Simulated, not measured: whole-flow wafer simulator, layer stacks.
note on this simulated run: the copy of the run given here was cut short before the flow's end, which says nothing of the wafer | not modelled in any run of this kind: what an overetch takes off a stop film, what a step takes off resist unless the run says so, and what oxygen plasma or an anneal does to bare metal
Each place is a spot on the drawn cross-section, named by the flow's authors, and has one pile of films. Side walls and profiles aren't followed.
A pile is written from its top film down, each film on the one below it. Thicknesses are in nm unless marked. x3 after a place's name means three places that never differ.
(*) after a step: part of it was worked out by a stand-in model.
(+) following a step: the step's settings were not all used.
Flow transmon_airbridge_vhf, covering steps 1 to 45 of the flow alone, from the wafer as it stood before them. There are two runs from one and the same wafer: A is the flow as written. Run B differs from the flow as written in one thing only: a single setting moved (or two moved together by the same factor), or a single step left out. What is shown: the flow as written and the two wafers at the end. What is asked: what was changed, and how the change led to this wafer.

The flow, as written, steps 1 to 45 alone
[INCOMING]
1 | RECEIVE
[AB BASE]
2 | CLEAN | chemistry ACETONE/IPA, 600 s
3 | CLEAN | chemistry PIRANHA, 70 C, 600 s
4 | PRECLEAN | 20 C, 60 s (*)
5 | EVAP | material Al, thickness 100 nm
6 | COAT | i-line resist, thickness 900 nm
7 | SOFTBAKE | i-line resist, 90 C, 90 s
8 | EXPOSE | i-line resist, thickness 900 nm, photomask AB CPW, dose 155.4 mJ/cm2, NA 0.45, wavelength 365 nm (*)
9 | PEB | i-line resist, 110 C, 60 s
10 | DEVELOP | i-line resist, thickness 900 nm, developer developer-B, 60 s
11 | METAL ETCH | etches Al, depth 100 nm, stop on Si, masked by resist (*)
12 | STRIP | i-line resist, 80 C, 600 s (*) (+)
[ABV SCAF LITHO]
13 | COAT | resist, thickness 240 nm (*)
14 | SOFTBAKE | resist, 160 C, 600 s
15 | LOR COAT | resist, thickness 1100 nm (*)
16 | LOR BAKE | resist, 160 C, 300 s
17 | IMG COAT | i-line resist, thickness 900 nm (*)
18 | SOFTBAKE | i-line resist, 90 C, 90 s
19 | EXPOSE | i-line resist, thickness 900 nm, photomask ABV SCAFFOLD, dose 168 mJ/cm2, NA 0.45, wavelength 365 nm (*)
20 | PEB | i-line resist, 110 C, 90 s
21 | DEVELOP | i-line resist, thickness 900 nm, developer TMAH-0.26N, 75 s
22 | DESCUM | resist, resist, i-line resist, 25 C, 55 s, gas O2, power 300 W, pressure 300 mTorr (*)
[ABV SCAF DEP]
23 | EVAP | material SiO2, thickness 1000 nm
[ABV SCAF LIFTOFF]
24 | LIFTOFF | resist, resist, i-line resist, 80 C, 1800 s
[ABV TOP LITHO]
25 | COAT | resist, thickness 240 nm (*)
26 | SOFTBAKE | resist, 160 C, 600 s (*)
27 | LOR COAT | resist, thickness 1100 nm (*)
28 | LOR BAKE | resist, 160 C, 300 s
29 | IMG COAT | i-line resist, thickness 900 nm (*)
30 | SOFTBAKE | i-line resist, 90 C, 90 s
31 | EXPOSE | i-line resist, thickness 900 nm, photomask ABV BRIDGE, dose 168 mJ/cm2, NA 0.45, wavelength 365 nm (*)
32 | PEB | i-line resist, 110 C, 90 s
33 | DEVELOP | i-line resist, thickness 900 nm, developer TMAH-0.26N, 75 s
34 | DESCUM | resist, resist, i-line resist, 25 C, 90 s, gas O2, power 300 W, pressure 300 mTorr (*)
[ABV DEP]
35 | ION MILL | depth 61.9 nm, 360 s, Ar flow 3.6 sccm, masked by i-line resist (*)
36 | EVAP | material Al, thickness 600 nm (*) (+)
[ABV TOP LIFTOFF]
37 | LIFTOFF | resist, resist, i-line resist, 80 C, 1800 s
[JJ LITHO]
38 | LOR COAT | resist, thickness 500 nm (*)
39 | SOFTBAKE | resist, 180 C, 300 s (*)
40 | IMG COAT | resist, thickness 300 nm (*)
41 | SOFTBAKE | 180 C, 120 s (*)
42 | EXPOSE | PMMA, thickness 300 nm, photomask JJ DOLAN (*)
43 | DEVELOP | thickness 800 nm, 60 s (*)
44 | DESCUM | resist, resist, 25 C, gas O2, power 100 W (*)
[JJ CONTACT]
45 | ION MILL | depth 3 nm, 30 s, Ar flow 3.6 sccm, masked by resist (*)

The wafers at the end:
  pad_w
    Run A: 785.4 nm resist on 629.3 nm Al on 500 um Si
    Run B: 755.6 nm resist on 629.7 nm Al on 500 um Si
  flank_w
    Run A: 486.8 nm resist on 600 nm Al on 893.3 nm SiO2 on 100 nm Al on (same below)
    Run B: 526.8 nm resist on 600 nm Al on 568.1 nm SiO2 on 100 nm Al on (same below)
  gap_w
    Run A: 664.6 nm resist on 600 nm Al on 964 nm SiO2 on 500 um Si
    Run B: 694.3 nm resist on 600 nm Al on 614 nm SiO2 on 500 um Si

Cause: step 23, EVAP: thickness 650 nm was run, though the flow has thickness 1000 nm.

The path from the change to this, step by step:
  23 | EVAP | material SiO2, thickness 1000 nm
      field x3, jj_line, ground_far and 10 more: A SiO2 gains 1000 (new film) | B SiO2 gains 650 (new film)
      flank_w, flank_e: A SiO2 gains 929.3 (new film) | B SiO2 gains 604.1 (new film)
  24 | LIFTOFF | resist, resist, i-line resist, 80 C, 1800 s
      field x3, jj_line, trace_open_s x2: A SiO2 loses 1000 (all of it), i-line resist loses 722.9 (all of it), resist loses 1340 (all of it) | B SiO2 loses 650 (all of it), i-line resist loses 722.9 (all of it), resist loses 1340 (all of it)
      pad_w, pad_e: A SiO2 loses 1000 (all of it), i-line resist loses 718 (all of it), resist loses 1330.2 (all of it) | B SiO2 loses 650 (all of it), i-line resist loses 718 (all of it), resist loses 1330.2 (all of it)
      (and at 1 other place as well)
  25 | COAT | resist, thickness 240 nm (*)
      flank_w, flank_e: A resist gains 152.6 (new film) | B resist gains 164.8 (new film)
      gap_w, gap_e: A resist gains 210.7 (new film) | B resist gains 225.6 (new film)
      (and at 6 other places as well)
  27 | LOR COAT | resist, thickness 1100 nm (*)
      gap_w, gap_e: A resist gains 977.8 | B resist gains 1026.8
      margin_s, margin_n: A resist gains 823.4 | B resist gains 910.4
      (and at 6 other places as well)
  29 | IMG COAT | i-line resist, thickness 900 nm (*)
      gap_w, gap_e: A i-line resist gains 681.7 (new film) | B i-line resist gains 767.1 (new film)
      margin_s, margin_n: A i-line resist gains 603.2 (new film) | B i-line resist gains 713.4 (new film)
      (and at 7 other places as well)
  32 | PEB | i-line resist, 110 C, 90 s
      pad_w, pad_e: A i-line resist loses 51 | B i-line resist loses 49.3
      flank_w, flank_e: A i-line resist loses 38.3 | B i-line resist loses 41.8
      (and at 7 other places as well)
  33 | DEVELOP | i-line resist, thickness 900 nm, developer TMAH-0.26N, 75 s
      gap_w, gap_e: A i-line resist loses 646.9 (all of it), resist loses 977.8 | B i-line resist loses 727.8 (all of it), resist loses 1026.8
      pad_w: A i-line resist loses 937.2 (all of it), resist loses 1247.8 | B i-line resist loses 907 (all of it), resist loses 1192.9
      (and at 5 other places as well)
  34 | DESCUM | resist, resist, i-line resist, 25 C, 90 s, gas O2, power 300 W, pressure 300 mTorr (*)
      flank_w, flank_e: A resist loses 152.6 (all of it) | B resist loses 164.8 (all of it)
      gap_w, gap_e: A resist loses 210.7 (all of it) | B resist loses 225.6 (all of it)
      (and at 4 other places as well)
  37 | LIFTOFF | resist, resist, i-line resist, 80 C, 1800 s
      margin_s, margin_n: A Al loses 600 (all of it), i-line resist loses 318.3 (all of it), resist loses 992 (all of it) | B Al loses 600 (all of it), i-line resist loses 422.8 (all of it), resist loses 1099.1 (all of it)
      ground_far: A Al loses 600 (all of it), i-line resist loses 717.9 (all of it), resist loses 1384.9 (all of it) | B Al loses 600 (all of it), i-line resist loses 674.1 (all of it), resist loses 1372.4 (all of it)
  38 | LOR COAT | resist, thickness 500 nm (*)
      pad_w, pad_e: A resist gains 517 (new film) | B resist gains 496.6 (new film)
      flank_w, flank_e: A resist gains 306.5 (new film) | B resist gains 335.1 (new film)
      (and at 6 other places as well)
  40 | IMG COAT | resist, thickness 300 nm (*)
      pad_w, pad_e: A resist gains 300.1 | B resist gains 290.8
      flank_w, flank_e: A resist gains 212.1 | B resist gains 223.5
      (and at 6 other places as well)
